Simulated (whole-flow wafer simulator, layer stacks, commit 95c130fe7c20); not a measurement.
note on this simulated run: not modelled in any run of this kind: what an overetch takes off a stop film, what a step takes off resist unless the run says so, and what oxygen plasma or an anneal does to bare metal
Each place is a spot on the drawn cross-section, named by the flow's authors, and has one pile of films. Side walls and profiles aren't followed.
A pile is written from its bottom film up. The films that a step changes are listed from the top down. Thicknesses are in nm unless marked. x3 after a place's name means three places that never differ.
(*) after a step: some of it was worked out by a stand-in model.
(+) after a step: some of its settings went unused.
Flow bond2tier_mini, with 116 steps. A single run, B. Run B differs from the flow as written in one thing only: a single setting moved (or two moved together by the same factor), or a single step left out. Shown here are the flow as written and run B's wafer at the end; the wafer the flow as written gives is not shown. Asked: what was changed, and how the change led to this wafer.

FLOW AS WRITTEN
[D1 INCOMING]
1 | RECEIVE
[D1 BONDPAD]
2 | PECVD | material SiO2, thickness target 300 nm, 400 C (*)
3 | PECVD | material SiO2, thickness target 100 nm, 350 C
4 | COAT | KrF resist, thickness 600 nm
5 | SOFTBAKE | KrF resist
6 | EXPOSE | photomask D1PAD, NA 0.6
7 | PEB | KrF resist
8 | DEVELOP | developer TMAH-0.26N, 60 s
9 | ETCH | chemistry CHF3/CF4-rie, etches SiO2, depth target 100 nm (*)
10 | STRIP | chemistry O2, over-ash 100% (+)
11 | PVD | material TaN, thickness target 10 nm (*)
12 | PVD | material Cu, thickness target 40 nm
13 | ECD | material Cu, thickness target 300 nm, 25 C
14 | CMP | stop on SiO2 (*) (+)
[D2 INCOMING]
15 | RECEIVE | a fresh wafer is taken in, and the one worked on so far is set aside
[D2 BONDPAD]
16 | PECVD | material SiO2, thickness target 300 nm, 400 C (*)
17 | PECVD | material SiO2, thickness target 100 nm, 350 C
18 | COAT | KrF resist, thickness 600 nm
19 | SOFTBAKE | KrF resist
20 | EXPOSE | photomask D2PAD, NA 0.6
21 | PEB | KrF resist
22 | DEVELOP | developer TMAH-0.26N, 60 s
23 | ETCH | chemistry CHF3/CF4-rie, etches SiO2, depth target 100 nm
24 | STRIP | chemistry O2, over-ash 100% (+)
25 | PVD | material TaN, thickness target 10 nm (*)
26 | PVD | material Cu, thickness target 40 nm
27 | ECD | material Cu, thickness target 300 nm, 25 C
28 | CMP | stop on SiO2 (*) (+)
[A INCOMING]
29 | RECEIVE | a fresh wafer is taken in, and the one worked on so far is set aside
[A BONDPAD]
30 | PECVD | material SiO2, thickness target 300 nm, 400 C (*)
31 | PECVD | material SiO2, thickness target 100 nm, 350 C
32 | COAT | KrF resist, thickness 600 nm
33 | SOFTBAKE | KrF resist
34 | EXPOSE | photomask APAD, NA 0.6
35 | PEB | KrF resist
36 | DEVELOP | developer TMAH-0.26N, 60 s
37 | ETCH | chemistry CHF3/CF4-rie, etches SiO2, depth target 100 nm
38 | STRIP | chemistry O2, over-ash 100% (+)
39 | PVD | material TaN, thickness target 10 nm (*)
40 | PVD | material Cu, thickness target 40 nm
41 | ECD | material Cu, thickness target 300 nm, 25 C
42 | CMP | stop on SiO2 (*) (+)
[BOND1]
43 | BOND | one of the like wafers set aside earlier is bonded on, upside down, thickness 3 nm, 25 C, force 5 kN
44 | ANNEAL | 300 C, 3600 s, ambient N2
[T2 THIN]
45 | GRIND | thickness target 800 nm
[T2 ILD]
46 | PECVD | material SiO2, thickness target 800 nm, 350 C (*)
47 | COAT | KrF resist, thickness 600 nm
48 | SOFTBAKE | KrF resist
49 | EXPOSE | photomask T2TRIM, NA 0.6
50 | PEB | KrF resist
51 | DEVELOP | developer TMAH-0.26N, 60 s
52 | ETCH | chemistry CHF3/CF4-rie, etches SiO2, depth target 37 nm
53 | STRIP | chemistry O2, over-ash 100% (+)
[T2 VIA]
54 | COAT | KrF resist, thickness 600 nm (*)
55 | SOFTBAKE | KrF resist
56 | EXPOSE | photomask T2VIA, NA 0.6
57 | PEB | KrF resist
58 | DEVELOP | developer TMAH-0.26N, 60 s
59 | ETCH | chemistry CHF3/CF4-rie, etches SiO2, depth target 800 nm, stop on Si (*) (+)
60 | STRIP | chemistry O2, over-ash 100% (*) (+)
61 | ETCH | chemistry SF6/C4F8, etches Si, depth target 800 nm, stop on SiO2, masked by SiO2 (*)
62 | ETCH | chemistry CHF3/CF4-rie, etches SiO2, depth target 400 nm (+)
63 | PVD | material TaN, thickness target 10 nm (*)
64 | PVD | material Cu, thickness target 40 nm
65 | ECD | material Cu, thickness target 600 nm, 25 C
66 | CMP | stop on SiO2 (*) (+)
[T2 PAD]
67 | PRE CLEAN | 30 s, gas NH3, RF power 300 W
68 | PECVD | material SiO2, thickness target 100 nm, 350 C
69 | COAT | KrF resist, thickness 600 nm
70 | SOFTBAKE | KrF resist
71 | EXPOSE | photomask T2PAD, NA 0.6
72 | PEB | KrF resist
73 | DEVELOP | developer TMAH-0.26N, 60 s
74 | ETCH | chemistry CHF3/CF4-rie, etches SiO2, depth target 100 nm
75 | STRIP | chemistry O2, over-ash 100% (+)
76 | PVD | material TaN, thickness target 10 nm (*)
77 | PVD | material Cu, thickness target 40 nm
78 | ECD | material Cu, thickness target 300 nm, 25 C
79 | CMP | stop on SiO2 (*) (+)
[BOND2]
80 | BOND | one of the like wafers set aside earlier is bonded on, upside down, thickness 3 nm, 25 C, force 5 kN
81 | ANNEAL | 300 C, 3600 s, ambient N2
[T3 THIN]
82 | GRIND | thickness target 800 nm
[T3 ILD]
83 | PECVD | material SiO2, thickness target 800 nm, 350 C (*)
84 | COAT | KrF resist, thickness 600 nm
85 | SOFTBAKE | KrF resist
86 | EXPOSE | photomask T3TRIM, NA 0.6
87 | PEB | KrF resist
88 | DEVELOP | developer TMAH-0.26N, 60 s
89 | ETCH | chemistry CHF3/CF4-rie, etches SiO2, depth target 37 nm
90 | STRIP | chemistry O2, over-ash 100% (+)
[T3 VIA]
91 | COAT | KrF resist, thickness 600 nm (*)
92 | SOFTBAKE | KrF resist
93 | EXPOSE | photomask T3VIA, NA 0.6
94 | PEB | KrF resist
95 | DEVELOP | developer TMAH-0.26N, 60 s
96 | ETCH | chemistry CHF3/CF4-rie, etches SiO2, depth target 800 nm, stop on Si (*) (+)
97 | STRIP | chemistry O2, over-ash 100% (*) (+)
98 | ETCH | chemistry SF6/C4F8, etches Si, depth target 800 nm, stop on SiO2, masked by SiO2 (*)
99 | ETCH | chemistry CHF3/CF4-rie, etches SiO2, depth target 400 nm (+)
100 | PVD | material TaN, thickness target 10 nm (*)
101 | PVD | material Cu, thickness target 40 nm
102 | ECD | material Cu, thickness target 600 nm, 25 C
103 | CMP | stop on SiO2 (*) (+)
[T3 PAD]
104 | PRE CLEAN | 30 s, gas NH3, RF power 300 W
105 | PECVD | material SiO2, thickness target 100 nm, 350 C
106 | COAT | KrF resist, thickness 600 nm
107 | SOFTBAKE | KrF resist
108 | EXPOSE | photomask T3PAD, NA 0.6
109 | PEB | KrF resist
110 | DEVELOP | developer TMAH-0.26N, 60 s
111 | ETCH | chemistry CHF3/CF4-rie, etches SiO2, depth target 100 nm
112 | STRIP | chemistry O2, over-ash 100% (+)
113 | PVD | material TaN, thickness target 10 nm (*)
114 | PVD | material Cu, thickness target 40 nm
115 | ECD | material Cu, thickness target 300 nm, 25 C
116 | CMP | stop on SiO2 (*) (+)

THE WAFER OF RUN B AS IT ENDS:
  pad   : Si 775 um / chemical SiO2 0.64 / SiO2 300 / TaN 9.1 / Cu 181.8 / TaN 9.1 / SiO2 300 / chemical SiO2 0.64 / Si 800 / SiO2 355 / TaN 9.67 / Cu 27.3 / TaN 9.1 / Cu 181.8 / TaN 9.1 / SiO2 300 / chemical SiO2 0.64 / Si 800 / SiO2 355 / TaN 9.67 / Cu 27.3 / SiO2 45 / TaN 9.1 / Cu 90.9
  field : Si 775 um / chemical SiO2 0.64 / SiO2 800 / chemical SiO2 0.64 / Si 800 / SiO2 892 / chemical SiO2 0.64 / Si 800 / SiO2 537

Cause: step 105, PECVD: thickness target 145 nm was run, while the flow as written has thickness target 100 nm.

The path from the change to this, step by step:
  105 | PECVD | material SiO2, thickness target 100 nm, 350 C
      field: +145 SiO2 (it would be, as written: +100 SiO2)
      pad: +145 SiO2 (new film) (it would be, as written: +100 SiO2 (new film))
  111 | ETCH | chemistry CHF3/CF4-rie, etches SiO2, depth target 100 nm
      pad: -100 SiO2 (it would be, as written: -100 SiO2 (all of it))
If metal films that touch count as one body, pad has 4 bodies (between them, from the top down: SiO2 45; SiO2 355 / Si 800 / chemical SiO2 0.64 / SiO2 300; SiO2 355 / Si 800 / chemical SiO2 0.64 / SiO2 300); the flow as written gives 3 bodies (between them, from the top down: SiO2 355 / Si 800 / chemical SiO2 0.64 / SiO2 300; SiO2 355 / Si 800 / chemical SiO2 0.64 / SiO2 300).
